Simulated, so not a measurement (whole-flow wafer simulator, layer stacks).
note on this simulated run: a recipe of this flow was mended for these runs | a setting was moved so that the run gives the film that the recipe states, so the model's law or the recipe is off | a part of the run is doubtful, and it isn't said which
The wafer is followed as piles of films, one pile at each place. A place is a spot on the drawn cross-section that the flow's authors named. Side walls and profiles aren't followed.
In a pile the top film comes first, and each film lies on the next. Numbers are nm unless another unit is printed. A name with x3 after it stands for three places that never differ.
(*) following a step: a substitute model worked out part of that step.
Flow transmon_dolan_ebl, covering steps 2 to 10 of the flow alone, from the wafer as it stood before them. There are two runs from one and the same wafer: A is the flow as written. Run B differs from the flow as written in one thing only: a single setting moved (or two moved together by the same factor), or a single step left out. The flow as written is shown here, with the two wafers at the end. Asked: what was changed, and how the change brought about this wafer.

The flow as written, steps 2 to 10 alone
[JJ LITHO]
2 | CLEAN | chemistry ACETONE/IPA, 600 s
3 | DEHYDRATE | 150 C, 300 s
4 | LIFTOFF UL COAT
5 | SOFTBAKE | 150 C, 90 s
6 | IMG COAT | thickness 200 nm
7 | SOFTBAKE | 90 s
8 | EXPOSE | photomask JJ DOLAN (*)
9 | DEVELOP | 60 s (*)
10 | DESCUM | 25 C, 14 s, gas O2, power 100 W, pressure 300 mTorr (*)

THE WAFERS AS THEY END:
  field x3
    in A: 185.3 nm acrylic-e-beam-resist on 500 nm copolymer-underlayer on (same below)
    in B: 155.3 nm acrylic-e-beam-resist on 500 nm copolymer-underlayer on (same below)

The reason: step 6, IMG COAT: thickness 170 nm was run, whereas the flow has thickness 200 nm.

The path from the change to this, step by step:
  6 | IMG COAT | thickness 200 nm
      field x3, jj_line: A acrylic-e-beam-resist gains 200 (new film) | B acrylic-e-beam-resist gains 170 (new film)
  9 | DEVELOP | 60 s (*)
      jj_line: A acrylic-e-beam-resist loses 200 (all of it), copolymer-underlayer loses 500 (all of it) | B acrylic-e-beam-resist loses 170 (all of it), copolymer-underlayer loses 500 (all of it)
